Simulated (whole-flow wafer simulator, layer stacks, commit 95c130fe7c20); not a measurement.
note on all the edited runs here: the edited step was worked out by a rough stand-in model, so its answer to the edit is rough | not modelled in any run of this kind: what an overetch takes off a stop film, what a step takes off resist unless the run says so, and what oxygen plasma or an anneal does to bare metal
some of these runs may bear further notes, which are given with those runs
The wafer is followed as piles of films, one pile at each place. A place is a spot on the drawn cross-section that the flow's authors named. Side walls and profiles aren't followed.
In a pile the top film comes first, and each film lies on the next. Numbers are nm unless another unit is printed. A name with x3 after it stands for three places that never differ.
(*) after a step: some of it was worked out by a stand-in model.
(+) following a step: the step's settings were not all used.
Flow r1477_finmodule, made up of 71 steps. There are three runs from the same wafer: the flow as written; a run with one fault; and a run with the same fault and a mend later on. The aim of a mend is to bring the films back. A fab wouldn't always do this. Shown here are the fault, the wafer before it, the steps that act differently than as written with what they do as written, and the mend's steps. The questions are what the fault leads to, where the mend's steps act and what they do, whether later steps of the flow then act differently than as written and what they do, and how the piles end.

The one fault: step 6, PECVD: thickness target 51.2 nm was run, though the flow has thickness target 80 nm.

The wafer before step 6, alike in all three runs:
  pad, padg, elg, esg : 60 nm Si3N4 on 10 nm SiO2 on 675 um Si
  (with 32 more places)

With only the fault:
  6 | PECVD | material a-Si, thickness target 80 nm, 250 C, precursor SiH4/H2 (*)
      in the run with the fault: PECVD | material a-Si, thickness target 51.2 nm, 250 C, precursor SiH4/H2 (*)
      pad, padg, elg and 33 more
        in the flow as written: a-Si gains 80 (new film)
        in the run with the fault: a-Si gains 51.2 (new film)
  Later steps of the flow acting differently than as written (not shown: 2 more steps that differ only slightly, by at most 2% or 0.5 nm, whichever is larger):
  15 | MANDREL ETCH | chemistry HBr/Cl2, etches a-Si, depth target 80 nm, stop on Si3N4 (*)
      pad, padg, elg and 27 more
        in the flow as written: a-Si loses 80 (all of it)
        in the run with the fault: a-Si loses 51.2 (all of it)
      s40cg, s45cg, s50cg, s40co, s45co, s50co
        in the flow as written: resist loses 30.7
        in the run with the fault: resist loses 29.4
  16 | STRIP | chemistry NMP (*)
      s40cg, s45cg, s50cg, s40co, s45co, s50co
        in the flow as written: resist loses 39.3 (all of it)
        in the run with the fault: resist loses 40.6 (all of it)
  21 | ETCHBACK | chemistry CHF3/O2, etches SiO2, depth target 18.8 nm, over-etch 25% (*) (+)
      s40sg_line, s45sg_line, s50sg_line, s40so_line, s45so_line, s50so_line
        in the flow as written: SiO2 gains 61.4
        in the run with the fault: SiO2 gains 32.6
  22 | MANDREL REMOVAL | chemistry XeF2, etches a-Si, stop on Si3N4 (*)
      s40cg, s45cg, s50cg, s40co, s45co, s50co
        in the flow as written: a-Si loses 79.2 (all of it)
        in the run with the fault: a-Si loses 50.4 (all of it)
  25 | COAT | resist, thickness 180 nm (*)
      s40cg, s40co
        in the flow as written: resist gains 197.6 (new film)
        in the run with the fault: resist gains 190.4 (new film)
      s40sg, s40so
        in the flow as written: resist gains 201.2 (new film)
        in the run with the fault: resist gains 194 (new film)
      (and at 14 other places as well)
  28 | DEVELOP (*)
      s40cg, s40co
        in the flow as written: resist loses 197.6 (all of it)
        in the run with the fault: resist loses 190.4 (all of it)
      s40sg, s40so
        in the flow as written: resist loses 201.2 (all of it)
        in the run with the fault: resist loses 194 (all of it)
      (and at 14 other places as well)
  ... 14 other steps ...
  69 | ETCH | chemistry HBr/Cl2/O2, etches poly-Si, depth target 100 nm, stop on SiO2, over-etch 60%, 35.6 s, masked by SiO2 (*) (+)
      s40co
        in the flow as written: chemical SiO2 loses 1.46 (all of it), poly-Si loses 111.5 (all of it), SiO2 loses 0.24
        in the run with the fault: chemical SiO2 loses 1.36 (all of it), poly-Si loses 134.3 (all of it), SiO2 loses 0.13
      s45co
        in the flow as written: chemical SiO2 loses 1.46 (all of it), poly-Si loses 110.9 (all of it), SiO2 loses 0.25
        in the run with the fault: chemical SiO2 loses 1.36 (all of it), poly-Si loses 134.3 (all of it), SiO2 loses 0.13
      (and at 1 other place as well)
  The piles end different from the flow's at pad, padg, elg and 27 more by more than 2% or 0.5 nm, whichever is larger.
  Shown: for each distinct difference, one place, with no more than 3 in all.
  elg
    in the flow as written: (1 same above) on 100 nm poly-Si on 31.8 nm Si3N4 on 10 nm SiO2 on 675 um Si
    in the run with the fault: (1 same above) on 100 nm poly-Si on 3 nm SiO2 on 674.99 um Si
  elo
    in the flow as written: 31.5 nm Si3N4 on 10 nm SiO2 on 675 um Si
    in the run with the fault: 2.58 nm SiO2 on 674.99 um Si
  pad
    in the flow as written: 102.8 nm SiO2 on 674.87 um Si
    in the run with the fault: 81.4 nm SiO2 on 674.87 um Si

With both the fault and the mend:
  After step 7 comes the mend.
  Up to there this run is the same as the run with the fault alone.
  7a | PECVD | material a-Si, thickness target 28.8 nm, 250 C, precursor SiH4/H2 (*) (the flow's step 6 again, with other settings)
      pad, padg, elg and 33 more
        a-Si gains 28.8
  Later steps of the flow that are run all act as written at every place that is followed.
  At every place that both follow, the piles at the end match the flow's.
